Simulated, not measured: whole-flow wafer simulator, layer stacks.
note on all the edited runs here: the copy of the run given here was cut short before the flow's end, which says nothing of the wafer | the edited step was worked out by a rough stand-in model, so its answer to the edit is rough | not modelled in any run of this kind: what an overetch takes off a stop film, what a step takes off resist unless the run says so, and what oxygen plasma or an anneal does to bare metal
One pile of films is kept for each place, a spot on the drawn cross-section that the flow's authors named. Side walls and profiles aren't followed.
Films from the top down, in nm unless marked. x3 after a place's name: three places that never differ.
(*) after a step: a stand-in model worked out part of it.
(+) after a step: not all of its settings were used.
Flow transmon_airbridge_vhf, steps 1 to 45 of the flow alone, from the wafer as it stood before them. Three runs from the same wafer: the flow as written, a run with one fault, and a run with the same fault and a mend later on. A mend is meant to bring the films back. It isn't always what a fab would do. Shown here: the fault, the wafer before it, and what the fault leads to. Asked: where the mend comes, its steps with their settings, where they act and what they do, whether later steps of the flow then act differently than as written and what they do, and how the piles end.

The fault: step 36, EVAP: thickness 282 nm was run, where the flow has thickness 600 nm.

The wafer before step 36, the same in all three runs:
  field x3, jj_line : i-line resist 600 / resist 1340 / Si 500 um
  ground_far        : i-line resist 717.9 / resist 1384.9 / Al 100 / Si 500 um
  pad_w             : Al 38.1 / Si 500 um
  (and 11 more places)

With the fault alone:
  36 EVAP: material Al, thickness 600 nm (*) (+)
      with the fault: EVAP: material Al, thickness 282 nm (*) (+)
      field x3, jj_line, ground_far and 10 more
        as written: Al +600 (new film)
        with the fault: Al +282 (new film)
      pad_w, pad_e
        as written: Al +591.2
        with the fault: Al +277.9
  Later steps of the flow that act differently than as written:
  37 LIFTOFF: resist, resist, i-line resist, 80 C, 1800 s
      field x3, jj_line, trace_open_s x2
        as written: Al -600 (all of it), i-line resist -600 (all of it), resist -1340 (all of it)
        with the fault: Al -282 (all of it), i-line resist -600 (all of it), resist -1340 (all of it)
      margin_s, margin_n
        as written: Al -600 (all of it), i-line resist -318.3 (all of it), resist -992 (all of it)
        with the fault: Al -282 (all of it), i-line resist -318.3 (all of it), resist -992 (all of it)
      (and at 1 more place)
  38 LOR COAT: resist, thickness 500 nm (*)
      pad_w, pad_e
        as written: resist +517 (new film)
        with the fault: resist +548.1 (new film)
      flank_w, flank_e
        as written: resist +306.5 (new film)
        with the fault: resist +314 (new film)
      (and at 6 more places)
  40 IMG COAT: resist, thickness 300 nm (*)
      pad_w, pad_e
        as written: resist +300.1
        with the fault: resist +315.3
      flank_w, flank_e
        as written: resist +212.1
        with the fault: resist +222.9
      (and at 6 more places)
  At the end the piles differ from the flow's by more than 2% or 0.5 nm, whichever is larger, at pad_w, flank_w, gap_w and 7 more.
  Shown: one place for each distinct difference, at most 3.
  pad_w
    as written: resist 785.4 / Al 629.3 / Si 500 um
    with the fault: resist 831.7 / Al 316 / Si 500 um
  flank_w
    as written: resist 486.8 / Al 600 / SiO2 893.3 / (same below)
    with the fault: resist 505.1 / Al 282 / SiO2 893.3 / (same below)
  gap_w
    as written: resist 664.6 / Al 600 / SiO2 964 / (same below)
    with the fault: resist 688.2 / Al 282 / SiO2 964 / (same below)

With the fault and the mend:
  The mend comes after step 36.
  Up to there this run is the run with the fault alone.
  36a EVAP: material Al, thickness 318 nm (*) (+) (the flow's step 36 once more, with other settings)
      field x3, jj_line, ground_far and 10 more
        Al +318
      pad_w, pad_e
        Al +313.3
  No later step of the flow acts differently than as written, at any place that is followed, by more than 2% or 0.5 nm, whichever is larger.
  At the end the piles differ from the flow's only slightly at the places that both follow, by at most 2% or 0.5 nm, whichever is larger.
